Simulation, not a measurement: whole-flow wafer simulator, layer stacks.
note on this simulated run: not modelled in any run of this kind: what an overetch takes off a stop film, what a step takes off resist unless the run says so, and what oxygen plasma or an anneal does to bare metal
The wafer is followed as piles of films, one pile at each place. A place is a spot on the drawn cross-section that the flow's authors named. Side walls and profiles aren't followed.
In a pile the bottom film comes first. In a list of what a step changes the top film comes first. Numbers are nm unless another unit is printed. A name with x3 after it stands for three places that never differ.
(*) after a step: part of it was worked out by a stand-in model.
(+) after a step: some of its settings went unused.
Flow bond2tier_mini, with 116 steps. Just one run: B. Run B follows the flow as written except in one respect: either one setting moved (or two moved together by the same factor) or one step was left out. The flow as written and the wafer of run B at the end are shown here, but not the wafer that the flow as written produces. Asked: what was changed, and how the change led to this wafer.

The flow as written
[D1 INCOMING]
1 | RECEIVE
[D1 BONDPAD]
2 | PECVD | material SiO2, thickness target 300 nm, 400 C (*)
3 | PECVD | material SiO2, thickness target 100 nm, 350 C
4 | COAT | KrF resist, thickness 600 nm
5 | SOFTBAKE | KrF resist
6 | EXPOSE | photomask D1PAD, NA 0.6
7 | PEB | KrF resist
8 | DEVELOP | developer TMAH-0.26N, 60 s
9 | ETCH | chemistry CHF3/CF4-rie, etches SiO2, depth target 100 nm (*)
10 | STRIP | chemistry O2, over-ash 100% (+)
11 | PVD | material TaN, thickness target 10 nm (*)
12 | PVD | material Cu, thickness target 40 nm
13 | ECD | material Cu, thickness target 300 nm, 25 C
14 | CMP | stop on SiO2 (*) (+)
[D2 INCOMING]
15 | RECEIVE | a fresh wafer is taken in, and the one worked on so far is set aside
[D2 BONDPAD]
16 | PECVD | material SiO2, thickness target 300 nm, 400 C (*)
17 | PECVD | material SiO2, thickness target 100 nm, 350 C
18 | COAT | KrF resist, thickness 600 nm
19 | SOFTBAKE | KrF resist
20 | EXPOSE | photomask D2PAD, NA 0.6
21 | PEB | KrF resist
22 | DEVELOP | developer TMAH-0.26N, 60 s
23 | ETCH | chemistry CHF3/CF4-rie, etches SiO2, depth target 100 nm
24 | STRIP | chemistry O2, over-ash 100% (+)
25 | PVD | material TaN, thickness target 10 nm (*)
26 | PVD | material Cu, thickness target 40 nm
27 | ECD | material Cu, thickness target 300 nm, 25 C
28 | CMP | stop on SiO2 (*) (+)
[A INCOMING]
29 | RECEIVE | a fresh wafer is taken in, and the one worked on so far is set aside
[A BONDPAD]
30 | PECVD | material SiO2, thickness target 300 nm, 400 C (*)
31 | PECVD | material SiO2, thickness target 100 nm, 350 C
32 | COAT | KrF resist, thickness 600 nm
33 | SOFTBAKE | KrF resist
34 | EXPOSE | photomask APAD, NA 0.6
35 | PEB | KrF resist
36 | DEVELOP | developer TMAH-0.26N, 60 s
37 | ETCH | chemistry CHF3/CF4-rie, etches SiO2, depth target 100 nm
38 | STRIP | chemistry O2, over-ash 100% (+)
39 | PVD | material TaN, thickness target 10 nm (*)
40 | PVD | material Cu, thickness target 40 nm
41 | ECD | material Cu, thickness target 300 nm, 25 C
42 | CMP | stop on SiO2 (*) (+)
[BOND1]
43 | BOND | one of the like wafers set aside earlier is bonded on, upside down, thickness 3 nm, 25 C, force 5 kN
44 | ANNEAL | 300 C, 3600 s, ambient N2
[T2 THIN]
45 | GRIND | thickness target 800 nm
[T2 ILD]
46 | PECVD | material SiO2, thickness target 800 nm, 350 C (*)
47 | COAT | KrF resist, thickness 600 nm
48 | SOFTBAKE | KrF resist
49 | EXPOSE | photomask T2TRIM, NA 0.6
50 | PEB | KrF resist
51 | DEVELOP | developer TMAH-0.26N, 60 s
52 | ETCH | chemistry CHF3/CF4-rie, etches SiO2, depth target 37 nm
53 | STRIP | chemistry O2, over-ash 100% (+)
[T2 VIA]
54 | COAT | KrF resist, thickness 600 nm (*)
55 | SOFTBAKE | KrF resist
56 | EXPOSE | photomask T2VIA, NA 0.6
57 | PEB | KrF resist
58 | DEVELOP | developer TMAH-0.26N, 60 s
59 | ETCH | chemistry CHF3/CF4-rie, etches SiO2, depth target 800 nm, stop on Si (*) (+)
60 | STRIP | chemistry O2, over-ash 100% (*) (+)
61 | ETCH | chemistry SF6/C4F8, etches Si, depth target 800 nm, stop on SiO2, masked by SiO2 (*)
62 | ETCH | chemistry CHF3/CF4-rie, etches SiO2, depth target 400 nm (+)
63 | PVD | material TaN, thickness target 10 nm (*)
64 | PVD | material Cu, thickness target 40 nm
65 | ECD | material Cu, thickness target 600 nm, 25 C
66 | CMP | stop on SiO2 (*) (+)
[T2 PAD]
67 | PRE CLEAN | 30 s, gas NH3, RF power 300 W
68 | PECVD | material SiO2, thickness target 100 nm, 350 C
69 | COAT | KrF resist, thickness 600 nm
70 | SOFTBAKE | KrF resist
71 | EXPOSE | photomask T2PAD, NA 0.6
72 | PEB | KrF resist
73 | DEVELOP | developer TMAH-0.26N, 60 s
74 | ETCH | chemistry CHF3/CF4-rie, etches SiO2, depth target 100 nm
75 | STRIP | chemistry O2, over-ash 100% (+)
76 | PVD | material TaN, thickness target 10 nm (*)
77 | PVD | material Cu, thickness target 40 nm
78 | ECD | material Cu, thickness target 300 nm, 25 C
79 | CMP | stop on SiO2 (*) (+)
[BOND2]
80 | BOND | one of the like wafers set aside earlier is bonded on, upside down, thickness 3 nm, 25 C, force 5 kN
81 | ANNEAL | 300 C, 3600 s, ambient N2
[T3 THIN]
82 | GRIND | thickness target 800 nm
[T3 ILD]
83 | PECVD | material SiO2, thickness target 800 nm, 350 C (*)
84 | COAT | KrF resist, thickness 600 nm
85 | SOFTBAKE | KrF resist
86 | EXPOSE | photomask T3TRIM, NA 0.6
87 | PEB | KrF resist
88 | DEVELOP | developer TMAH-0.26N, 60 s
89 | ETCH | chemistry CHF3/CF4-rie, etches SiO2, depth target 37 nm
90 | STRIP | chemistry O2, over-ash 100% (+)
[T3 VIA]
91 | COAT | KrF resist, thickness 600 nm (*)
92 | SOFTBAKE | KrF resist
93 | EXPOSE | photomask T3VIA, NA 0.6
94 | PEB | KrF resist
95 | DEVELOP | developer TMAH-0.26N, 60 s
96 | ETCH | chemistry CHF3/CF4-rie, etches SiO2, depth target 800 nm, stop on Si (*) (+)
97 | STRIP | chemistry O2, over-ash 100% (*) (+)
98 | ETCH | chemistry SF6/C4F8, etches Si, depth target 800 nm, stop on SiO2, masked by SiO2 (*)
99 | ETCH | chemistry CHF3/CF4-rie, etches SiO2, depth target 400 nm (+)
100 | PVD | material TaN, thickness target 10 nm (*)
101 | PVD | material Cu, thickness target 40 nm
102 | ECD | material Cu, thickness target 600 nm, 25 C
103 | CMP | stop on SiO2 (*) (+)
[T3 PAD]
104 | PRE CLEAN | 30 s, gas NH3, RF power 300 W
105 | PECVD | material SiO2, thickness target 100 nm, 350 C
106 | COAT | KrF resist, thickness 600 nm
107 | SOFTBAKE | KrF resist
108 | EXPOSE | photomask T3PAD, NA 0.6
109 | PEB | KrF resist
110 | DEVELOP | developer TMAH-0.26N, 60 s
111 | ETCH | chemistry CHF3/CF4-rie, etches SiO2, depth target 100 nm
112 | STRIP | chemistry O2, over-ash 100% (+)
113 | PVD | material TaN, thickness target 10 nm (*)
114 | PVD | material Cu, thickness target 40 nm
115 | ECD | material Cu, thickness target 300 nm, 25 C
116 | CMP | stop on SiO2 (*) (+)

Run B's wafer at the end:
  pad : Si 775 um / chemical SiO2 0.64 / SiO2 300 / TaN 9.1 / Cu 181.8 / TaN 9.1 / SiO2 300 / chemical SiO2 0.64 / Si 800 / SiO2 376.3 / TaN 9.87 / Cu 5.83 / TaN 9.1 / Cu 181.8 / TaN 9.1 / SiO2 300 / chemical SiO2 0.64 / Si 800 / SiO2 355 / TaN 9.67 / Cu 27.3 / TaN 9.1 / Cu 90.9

Cause: step 52, ETCH: depth target 15.7 nm was run, while the flow as written has depth target 37 nm.

The path from the change to this, step by step:
  52 | ETCH | chemistry CHF3/CF4-rie, etches SiO2, depth target 37 nm
      pad, via: -15.7 SiO2 (it would be, as written: -37 SiO2)
      field: -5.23 KrF resist (it would be, as written: -12.3 KrF resist)
  59 | ETCH | chemistry CHF3/CF4-rie, etches SiO2, depth target 800 nm, stop on Si (*) (+)
      via: -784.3 SiO2 (all of it) (it would be, as written: -763 SiO2 (all of it))
  60 | STRIP | chemistry O2, over-ash 100% (*) (+)
      field: -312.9 KrF resist (all of it) (it would be, as written: -303.9 KrF resist (all of it))
      pad: -326.5 KrF resist (all of it) (it would be, as written: -336 KrF resist (all of it))
  64 | PVD | material Cu, thickness target 40 nm
      pad: +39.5 Cu (new film) (it would be, as written: +38.7 Cu (new film))
  65 | ECD | material Cu, thickness target 600 nm, 25 C
      pad: +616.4 Cu (it would be, as written: +638.7 Cu)
